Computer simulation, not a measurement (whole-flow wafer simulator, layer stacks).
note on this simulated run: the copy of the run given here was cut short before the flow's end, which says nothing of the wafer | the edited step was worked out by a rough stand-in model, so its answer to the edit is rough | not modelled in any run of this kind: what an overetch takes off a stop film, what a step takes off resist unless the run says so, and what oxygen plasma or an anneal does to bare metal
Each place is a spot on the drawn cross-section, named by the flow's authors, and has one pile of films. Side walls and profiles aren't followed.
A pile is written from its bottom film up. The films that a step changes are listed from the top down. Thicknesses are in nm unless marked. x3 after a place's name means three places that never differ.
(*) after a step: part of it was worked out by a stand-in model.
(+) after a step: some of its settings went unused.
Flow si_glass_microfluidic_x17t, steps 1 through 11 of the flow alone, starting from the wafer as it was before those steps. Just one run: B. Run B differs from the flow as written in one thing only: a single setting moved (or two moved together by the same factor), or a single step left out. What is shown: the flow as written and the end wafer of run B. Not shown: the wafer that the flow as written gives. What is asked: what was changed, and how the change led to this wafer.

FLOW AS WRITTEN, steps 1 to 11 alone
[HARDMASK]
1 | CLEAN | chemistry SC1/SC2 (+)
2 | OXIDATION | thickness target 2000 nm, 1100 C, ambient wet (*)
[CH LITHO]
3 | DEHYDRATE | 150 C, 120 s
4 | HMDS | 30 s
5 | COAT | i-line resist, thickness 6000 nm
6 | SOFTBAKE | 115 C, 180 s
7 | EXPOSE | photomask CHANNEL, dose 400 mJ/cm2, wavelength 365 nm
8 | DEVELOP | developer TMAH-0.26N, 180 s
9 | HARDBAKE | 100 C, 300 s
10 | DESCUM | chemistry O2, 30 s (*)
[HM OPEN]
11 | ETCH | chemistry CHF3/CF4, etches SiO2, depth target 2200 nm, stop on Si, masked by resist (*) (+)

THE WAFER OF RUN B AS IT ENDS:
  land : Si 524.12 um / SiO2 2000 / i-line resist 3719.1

The reason: step 11, ETCH: depth target 2695 nm was run, while the flow as written has depth target 2200 nm.

Step by step, how the change led to this:
  11 | ETCH | chemistry CHF3/CF4, etches SiO2, depth target 2200 nm, stop on Si, masked by resist (*) (+)
      land: -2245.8 i-line resist (as written it would have been: -1833.3 i-line resist)
